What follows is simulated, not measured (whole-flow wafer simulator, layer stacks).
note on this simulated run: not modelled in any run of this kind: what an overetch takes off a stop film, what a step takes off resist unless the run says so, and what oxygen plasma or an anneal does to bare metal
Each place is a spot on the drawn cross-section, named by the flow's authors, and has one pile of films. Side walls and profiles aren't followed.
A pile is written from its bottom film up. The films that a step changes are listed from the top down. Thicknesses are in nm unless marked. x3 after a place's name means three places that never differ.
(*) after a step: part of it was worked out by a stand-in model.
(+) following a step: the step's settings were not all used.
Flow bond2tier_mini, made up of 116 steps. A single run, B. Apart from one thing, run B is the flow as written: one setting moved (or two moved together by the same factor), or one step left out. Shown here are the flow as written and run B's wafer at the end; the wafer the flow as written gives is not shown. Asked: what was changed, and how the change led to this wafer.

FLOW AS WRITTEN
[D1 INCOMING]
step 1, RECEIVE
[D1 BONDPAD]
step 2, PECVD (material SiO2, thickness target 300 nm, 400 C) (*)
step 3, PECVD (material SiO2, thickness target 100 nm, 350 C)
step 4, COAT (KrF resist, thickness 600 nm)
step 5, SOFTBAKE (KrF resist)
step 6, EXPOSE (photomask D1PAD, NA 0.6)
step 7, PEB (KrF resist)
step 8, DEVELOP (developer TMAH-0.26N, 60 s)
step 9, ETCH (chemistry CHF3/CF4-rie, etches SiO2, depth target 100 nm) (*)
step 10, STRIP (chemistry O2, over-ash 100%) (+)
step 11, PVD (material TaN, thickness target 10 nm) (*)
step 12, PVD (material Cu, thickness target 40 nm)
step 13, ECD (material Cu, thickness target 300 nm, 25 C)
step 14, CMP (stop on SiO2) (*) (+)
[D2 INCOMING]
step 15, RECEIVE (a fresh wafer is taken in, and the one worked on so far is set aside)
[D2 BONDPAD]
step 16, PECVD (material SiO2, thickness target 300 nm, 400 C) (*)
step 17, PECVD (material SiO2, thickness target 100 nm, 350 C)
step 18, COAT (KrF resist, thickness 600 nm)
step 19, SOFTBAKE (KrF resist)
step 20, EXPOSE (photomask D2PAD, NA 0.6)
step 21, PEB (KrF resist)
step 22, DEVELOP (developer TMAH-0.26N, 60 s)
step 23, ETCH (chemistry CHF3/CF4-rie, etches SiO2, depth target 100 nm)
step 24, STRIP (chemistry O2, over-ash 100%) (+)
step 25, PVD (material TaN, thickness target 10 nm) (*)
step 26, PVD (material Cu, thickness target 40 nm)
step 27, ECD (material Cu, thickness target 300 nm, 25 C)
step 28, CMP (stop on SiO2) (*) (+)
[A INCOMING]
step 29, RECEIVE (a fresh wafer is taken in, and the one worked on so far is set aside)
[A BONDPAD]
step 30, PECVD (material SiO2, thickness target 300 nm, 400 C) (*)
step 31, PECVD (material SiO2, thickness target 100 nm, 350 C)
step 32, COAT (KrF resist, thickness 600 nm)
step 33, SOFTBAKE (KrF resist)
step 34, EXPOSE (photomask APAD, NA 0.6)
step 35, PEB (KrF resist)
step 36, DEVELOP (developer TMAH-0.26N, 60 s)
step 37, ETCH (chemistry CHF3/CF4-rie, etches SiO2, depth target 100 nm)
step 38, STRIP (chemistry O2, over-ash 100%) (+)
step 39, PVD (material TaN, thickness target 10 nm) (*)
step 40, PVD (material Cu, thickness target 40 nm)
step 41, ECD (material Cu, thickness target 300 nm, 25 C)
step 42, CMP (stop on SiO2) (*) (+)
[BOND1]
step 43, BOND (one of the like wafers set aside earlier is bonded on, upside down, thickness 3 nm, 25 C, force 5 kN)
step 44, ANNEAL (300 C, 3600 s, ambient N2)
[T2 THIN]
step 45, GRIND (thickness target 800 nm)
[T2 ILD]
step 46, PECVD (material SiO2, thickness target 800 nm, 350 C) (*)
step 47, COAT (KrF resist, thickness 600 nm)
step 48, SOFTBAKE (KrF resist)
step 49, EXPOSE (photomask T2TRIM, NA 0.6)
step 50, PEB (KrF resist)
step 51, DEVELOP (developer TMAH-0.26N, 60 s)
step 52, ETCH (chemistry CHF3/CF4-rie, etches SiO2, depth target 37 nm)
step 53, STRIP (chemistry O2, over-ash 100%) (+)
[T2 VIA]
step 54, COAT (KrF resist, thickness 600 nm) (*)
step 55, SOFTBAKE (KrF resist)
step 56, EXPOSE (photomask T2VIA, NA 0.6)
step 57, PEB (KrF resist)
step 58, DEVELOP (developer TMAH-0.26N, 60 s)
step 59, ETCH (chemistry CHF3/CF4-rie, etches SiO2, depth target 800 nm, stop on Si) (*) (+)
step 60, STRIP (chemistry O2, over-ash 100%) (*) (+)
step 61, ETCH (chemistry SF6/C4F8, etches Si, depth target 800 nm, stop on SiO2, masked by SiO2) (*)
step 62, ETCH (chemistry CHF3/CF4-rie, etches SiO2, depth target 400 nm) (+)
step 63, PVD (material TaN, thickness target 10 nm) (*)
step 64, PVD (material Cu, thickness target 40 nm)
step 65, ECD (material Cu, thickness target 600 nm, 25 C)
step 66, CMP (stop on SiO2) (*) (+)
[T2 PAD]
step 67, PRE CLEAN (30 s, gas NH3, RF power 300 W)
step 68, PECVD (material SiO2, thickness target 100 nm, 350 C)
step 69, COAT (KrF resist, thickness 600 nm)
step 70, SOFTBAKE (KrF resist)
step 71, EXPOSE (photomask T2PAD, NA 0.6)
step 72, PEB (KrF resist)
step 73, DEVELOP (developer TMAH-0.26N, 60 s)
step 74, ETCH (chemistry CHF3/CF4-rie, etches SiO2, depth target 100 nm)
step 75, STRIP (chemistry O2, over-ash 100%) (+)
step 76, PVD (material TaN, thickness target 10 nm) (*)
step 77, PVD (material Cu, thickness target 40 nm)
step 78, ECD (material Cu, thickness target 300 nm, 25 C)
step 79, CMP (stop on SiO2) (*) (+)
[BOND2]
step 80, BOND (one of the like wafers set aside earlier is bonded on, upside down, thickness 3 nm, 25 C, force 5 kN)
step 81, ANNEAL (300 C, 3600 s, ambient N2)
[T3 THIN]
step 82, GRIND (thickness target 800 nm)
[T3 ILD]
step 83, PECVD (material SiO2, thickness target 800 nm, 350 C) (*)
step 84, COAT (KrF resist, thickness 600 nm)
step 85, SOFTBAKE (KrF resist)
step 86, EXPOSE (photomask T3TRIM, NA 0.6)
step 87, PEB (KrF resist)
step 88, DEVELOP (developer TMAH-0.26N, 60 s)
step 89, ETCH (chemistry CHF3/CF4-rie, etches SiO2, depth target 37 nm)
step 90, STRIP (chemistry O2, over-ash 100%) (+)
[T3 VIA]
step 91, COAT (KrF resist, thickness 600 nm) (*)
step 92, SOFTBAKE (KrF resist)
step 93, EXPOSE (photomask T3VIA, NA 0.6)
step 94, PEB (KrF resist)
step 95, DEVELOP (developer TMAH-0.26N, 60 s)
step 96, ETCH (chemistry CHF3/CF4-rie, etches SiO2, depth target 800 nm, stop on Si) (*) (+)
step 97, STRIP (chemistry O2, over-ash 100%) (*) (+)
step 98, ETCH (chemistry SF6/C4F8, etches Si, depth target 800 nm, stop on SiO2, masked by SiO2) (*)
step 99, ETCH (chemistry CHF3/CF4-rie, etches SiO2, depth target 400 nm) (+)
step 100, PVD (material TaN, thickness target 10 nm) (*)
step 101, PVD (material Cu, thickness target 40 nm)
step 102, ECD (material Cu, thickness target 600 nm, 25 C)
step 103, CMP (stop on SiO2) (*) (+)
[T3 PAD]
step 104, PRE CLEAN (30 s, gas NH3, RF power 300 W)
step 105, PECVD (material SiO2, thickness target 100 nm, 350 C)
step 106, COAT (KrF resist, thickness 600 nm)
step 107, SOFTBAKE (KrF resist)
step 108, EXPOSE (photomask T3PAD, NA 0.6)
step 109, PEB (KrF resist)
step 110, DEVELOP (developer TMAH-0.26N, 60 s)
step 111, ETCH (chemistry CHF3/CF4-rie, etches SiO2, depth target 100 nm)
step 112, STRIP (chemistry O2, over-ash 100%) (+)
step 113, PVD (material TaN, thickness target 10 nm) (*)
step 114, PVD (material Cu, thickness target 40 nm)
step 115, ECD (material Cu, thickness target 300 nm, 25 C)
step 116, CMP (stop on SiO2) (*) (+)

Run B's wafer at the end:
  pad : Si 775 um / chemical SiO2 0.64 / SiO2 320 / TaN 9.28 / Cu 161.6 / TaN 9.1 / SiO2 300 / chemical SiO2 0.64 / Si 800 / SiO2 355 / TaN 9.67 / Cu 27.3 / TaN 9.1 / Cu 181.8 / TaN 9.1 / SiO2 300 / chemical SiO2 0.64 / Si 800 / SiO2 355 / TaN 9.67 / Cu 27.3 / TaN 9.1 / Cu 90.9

What caused this: step 37, ETCH: depth target 80 nm was run, while the flow as written has depth target 100 nm.

Step by step, how the change led to this:
  step 37, ETCH (chemistry CHF3/CF4-rie, etches SiO2, depth target 100 nm)
      pad, via: SiO2 loses 80 (as written it would have been: SiO2 loses 100)
      field: KrF resist loses 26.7 (as written it would have been: KrF resist loses 33.3)
  step 41, ECD (material Cu, thickness target 300 nm, 25 C)
      pad: Cu gains 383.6 (as written it would have been: Cu gains 404.5)
      via: Cu gains 380.1 (as written it would have been: Cu gains 400.2)
